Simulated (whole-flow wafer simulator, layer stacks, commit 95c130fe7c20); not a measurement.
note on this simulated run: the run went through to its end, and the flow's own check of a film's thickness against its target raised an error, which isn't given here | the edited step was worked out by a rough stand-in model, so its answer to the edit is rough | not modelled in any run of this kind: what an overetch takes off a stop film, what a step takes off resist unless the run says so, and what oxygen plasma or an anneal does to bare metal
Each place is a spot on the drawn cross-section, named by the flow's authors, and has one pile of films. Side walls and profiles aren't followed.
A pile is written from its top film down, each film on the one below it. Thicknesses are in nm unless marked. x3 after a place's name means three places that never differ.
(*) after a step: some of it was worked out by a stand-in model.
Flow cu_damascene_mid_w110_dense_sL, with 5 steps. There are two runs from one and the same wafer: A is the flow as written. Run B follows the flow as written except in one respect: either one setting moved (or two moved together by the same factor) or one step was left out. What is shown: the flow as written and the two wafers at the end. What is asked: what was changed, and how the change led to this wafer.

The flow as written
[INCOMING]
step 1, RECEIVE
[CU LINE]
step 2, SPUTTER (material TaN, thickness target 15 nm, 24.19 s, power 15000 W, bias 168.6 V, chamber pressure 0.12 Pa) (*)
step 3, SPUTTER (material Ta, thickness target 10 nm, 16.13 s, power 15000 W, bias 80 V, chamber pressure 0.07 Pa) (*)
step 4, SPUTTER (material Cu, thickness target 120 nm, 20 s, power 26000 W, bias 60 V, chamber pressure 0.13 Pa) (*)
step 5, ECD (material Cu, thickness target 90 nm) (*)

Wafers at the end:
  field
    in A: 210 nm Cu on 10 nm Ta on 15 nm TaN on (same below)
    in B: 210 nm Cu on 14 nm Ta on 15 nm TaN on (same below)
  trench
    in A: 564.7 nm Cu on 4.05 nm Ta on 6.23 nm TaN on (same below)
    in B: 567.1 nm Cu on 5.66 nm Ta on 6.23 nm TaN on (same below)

Cause: step 3, SPUTTER: thickness target 14 nm was run, whereas the flow has thickness target 10 nm; step 3, SPUTTER: 22.58 s was run, where the flow has 16.13 s.
The wafer lets one read it off: field has Ta 14, and step 3 as written asks for 10 nm.

Step by step, how the change led to this:
  step 3, SPUTTER (material Ta, thickness target 10 nm, 16.13 s, power 15000 W, bias 80 V, chamber pressure 0.07 Pa) (*)
      field: A Ta gains 10 (new film) | B Ta gains 14 (new film)
      trench: A Ta gains 4.05 (new film) | B Ta gains 5.66 (new film)
